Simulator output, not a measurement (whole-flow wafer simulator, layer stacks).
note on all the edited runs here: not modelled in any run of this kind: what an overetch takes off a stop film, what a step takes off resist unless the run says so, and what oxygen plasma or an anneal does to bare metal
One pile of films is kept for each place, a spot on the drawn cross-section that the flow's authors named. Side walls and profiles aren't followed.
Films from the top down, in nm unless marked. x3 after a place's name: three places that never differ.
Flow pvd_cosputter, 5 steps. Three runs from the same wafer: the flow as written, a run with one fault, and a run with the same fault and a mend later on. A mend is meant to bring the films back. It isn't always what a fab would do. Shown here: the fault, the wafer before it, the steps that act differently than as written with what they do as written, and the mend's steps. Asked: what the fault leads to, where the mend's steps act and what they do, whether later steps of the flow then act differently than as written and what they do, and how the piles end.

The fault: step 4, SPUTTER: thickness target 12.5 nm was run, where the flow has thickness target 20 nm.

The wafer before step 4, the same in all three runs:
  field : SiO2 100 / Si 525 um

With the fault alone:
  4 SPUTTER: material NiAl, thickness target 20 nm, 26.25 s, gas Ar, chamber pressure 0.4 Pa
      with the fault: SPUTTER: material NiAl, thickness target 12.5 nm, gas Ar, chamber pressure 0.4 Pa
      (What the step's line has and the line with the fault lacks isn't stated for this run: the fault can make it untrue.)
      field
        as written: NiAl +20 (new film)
        with the fault: NiAl +12.5 (new film)
  No later step of the flow acts differently than as written at any place that is followed.
  At the end the piles differ from the flow's by more than 2% or 0.5 nm, whichever is larger, at field.
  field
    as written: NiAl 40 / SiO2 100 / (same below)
    with the fault: NiAl 32.5 / SiO2 100 / (same below)

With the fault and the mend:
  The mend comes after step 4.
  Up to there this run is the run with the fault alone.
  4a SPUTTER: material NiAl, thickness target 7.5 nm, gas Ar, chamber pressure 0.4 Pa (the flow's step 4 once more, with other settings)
      field
        NiAl +7.5
  No later step of the flow acts differently than as written at any place that is followed.
  At the end the piles are the same as the flow's at every place that both follow.
